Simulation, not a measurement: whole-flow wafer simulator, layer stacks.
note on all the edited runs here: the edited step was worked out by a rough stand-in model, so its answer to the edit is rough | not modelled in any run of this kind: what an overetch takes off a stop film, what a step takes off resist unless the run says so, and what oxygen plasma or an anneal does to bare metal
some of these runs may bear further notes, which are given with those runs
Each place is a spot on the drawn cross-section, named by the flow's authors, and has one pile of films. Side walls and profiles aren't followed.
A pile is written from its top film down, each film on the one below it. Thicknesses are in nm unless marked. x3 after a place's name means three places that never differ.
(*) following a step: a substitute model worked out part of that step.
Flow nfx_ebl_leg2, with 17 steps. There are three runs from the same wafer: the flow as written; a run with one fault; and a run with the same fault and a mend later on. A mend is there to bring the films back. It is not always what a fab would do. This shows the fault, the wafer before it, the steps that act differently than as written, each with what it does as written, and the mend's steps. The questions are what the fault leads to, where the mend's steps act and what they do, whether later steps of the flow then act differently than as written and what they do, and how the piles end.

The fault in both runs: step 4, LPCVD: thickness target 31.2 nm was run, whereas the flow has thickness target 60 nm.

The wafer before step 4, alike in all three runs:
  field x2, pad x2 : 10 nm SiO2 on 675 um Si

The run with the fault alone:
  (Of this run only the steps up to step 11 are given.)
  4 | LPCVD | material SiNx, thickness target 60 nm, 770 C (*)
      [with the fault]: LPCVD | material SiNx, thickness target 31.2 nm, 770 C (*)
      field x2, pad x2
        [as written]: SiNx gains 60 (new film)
        [with the fault]: SiNx gains 31.2 (new film)
  Later steps of the flow up to step 11 that are run all act as written at every place that is followed.
  Once step 11 is done, the piles at field x2, pad x2 depart from the flow's by more than 2% or 0.5 nm, whichever is larger.
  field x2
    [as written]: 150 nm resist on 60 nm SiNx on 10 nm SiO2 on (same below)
    [with the fault]: 150 nm resist on 31.2 nm SiNx on 10 nm SiO2 on (same below)
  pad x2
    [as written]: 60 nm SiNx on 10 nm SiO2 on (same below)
    [with the fault]: 31.2 nm SiNx on 10 nm SiO2 on (same below)

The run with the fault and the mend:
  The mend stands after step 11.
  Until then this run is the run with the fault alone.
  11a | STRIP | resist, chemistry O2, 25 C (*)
      field x2
        resist loses 150 (all of it)
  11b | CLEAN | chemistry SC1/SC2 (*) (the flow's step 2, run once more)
      alters no film at any place that is followed
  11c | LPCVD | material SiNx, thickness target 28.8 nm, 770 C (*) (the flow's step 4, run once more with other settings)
      field x2, pad x2
        SiNx gains 28.8
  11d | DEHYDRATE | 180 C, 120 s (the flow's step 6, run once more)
      alters no film at any place that is followed
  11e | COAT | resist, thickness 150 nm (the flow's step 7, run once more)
      field x2, pad x2
        resist gains 150 (new film)
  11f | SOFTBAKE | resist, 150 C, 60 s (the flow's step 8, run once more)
      alters no film at any place that is followed
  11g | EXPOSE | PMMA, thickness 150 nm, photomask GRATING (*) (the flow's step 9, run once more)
      alters no film at any place that is followed
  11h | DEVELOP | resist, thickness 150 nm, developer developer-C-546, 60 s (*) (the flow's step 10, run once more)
      pad x2
        resist loses 150 (all of it)
  Later steps of the flow that are run all act as written at every place that is followed.
  The piles end the same as the flow's at every place that both follow.
